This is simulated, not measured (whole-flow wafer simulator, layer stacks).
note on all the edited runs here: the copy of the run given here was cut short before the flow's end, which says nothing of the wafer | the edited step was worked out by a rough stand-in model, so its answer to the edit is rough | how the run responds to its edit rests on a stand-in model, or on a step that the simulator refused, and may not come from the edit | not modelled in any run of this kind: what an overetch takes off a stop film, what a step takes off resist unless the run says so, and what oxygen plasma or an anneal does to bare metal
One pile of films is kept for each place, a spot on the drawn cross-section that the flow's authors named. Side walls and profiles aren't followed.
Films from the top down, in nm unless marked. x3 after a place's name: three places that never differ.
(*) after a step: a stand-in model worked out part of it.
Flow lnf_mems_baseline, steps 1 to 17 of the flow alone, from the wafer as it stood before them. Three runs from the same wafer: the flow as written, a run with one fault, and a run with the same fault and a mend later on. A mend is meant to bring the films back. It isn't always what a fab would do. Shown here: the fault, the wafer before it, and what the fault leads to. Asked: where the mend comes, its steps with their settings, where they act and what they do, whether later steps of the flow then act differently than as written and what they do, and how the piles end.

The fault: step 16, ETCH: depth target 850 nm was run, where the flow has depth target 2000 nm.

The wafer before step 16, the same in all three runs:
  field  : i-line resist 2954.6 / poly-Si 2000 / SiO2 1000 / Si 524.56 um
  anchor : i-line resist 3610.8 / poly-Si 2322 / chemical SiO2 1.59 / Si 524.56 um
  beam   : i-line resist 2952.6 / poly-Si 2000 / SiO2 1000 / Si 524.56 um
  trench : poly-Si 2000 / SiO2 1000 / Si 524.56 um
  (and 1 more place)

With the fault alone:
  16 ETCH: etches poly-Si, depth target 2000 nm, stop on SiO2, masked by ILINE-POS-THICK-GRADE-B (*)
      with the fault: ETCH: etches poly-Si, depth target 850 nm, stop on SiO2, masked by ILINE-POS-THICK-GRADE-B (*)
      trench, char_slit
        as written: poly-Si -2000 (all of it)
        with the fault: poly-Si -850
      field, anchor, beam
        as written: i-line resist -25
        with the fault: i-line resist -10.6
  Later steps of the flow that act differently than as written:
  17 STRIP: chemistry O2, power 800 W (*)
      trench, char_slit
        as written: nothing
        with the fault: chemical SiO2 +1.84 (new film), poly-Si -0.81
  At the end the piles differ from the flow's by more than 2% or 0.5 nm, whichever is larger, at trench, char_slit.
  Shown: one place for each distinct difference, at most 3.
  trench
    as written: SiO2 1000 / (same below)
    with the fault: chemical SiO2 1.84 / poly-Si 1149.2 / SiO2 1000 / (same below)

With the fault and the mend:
  The mend comes after step 16.
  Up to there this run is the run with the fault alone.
  16a ETCH: etches poly-Si, depth target 1150 nm, stop on SiO2, masked by ILINE-POS-THICK-GRADE-B (*) (the flow's step 16 once more, with other settings)
      field, anchor, beam
        i-line resist -14.4
      trench, char_slit
        poly-Si -1150 (all of it)
  No later step of the flow acts differently than as written at any place that is followed.
  At the end the piles are the same as the flow's at every place that both follow.
